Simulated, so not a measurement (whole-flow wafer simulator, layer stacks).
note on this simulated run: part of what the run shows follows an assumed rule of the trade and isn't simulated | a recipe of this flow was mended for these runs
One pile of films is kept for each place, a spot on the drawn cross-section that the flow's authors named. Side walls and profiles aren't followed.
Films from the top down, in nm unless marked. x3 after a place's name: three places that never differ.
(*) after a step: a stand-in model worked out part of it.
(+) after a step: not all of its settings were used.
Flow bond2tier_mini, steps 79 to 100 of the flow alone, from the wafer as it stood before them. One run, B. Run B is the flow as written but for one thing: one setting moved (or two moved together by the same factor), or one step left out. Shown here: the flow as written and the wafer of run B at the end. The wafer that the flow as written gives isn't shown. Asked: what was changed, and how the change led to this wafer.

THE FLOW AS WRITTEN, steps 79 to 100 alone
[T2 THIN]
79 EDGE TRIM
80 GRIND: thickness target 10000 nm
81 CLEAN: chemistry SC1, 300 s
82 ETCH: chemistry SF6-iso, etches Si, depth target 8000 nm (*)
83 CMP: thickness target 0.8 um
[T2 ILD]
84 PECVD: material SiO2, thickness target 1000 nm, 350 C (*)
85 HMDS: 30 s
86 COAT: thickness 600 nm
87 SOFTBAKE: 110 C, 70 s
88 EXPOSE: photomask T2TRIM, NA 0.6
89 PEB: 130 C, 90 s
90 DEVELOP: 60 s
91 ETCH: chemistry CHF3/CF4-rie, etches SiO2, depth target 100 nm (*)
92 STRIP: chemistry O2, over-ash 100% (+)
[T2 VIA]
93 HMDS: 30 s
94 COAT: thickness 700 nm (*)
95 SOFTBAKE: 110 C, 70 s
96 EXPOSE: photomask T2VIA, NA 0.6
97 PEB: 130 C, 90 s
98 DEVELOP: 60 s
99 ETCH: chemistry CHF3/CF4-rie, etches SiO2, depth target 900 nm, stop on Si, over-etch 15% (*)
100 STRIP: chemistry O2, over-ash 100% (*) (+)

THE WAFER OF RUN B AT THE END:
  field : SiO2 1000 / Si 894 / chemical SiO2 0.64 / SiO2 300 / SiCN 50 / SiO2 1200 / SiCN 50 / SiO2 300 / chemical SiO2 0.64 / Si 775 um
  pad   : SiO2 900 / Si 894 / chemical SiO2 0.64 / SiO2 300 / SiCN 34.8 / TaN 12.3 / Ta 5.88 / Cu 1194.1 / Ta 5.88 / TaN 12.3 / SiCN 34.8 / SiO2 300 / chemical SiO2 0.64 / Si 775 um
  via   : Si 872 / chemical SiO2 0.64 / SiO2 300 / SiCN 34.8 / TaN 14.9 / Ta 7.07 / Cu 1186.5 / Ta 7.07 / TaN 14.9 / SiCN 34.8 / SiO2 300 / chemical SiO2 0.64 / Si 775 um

The cause: step 83, CMP: thickness target 0.894 um was run, where the flow has thickness target 0.8 um; step 99, ETCH: depth target 1012 nm was run, where the flow has depth target 900 nm.

How the change led to this, step by step:
  83 CMP: thickness target 0.8 um
      field, pad, via: Si -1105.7 (as written it would be: Si -1199.7)
  99 ETCH: chemistry CHF3/CF4-rie, etches SiO2, depth target 900 nm, stop on Si, over-etch 15% (*)
      field, pad: thick-KrF-resist -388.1 (as written it would be: thick-KrF-resist -345)
      via: SiO2 -900 (all of it), Si -22 (as written it would be: SiO2 -900 (all of it), Si -11.2)
  100 STRIP: chemistry O2, over-ash 100% (*) (+)
      field: thick-KrF-resist -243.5 (all of it) (as written it would be: thick-KrF-resist -286.6 (all of it))
      pad: thick-KrF-resist -329.8 (all of it) (as written it would be: thick-KrF-resist -372.9 (all of it))
